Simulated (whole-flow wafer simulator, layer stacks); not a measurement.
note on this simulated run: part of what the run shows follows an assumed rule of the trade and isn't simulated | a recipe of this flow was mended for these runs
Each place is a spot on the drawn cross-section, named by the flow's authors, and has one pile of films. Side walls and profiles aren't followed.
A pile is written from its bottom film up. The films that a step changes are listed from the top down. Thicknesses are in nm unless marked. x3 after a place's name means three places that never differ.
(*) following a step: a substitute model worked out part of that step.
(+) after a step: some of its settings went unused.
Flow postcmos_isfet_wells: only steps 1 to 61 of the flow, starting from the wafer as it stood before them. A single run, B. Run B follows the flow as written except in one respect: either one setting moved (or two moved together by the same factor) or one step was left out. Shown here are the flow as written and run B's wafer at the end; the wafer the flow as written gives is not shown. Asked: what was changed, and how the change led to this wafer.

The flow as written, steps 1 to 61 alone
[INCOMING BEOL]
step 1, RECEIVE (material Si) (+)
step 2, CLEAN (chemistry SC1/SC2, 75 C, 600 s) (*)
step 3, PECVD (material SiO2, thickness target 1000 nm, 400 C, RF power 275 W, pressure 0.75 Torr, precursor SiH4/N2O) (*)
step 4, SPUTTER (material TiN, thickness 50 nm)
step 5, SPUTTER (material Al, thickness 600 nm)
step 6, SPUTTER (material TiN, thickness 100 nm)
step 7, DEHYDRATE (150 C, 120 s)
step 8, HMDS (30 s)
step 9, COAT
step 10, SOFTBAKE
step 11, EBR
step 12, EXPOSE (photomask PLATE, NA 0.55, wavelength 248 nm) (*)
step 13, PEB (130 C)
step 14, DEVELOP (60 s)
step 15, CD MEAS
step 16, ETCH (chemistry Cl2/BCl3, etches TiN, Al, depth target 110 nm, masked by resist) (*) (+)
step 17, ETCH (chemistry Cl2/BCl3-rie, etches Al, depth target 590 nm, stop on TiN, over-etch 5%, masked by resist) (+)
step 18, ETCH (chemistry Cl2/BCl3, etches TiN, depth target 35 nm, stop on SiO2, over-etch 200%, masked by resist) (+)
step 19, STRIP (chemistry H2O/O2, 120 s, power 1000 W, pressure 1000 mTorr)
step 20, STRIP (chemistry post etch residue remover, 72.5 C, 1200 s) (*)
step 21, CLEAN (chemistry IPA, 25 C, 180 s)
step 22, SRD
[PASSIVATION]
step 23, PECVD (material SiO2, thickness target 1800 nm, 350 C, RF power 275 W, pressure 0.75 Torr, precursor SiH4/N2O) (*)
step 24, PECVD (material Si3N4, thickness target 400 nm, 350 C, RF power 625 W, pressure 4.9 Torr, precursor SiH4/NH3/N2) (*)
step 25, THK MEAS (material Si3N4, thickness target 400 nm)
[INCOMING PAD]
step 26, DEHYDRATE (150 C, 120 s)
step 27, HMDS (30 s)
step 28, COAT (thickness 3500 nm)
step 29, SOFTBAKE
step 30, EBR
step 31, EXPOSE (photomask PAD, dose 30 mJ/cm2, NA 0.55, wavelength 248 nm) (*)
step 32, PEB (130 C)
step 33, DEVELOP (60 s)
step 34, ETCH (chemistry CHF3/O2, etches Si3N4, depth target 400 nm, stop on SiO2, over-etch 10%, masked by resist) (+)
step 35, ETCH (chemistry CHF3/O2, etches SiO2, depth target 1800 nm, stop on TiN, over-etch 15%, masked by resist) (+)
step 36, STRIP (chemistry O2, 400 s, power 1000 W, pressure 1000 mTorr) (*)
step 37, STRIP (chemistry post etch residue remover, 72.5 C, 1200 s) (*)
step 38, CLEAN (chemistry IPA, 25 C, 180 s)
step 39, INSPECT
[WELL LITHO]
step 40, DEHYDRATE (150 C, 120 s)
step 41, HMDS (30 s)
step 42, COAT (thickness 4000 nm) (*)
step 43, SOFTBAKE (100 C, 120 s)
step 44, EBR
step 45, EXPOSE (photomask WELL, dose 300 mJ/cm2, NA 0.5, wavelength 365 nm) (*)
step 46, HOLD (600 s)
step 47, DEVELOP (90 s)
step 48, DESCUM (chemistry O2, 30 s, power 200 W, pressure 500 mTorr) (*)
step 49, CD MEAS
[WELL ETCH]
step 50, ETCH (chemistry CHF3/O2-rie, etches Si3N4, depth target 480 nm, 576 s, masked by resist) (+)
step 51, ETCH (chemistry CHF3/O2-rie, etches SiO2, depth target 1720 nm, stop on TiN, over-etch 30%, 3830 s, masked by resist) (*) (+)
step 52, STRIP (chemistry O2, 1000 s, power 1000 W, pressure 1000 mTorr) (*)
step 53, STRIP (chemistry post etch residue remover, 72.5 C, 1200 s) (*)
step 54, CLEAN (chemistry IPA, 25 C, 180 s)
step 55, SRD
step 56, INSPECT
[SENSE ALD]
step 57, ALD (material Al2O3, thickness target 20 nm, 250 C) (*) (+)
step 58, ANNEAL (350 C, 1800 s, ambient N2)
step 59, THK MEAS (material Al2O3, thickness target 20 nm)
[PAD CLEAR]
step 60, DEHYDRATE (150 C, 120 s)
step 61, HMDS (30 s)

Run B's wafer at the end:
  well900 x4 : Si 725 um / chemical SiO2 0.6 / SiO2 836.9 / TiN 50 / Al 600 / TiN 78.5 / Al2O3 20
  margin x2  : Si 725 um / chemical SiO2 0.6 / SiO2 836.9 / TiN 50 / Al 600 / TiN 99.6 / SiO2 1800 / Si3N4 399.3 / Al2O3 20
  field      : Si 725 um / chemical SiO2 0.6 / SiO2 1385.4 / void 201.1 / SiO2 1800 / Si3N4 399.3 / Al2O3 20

What caused this: step 3, PECVD: RF power 192 W was run, though the flow has RF power 275 W.

How this came from the change, step by step:
  step 3, PECVD (material SiO2, thickness target 1000 nm, 400 C, RF power 275 W, pressure 0.75 Torr, precursor SiH4/N2O) (*)
      field, margin x2, well900 x4, pad_clr, pad_open: SiO2 gains 836.9 (new film) (as written it would have been: SiO2 gains 1000 (new film))
